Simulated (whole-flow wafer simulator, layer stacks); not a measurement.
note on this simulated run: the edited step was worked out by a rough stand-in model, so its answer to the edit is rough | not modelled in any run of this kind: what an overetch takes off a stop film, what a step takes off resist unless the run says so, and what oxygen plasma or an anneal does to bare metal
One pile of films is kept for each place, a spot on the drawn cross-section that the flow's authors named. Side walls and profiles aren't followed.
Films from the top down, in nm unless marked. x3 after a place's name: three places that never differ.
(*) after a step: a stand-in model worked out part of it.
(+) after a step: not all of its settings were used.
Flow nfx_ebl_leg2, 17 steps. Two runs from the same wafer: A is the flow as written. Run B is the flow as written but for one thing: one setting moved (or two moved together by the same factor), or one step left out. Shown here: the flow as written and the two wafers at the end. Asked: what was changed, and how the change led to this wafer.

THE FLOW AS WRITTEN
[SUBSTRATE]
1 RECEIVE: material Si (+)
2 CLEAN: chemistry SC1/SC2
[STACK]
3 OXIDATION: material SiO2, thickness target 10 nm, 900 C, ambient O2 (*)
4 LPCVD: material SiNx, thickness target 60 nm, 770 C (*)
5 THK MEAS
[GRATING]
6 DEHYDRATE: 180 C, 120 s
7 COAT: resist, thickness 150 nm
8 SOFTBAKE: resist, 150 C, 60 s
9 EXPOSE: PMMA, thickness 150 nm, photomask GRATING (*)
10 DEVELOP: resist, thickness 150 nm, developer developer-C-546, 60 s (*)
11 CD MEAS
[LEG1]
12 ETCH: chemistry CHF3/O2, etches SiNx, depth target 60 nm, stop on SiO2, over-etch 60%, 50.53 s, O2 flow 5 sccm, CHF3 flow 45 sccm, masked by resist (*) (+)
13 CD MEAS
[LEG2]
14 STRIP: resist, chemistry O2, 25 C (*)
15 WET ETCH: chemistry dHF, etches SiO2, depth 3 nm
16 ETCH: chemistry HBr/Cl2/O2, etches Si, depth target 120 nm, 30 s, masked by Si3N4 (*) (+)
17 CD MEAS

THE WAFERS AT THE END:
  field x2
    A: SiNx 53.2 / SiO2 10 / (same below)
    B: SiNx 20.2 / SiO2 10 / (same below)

The cause: step 4, LPCVD: thickness target 27 nm was run, where the flow has thickness target 60 nm.

How the change led to this, step by step:
  4 LPCVD: material SiNx, thickness target 60 nm, 770 C (*)
      field x2, pad x2: A SiNx +60 (new film) | B SiNx +27 (new film)
  12 ETCH: chemistry CHF3/O2, etches SiNx, depth target 60 nm, stop on SiO2, over-etch 60%, 50.53 s, O2 flow 5 sccm, CHF3 flow 45 sccm, masked by resist (*) (+)
      pad x2: A SiNx -60 (all of it), SiO2 -10 (all of it) | B SiNx -27 (all of it), SiO2 -10 (all of it)
